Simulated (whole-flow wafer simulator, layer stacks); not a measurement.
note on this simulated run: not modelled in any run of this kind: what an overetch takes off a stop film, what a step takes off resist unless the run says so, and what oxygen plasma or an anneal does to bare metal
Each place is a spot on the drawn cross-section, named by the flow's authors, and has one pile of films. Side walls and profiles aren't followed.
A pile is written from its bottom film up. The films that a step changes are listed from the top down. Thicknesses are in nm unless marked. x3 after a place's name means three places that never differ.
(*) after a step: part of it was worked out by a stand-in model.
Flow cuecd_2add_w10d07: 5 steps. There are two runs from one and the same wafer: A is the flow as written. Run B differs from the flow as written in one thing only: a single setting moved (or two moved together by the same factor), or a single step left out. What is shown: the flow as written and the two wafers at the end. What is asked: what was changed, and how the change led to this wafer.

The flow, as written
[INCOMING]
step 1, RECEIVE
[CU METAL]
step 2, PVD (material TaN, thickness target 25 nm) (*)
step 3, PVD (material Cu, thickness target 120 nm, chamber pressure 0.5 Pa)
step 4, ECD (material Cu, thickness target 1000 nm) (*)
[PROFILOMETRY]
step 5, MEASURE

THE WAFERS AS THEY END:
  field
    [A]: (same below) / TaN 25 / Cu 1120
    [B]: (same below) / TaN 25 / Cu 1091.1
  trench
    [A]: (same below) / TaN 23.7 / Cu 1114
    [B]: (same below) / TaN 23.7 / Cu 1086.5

What caused this: step 3, PVD: thickness target 91.1 nm was run, while the flow as written has thickness target 120 nm.

The path from the change to this, step by step:
  step 3, PVD (material Cu, thickness target 120 nm, chamber pressure 0.5 Pa)
      field: A +120 Cu (new film) | B +91.1 Cu (new film)
      trench: A +114 Cu (new film) | B +86.5 Cu (new film)
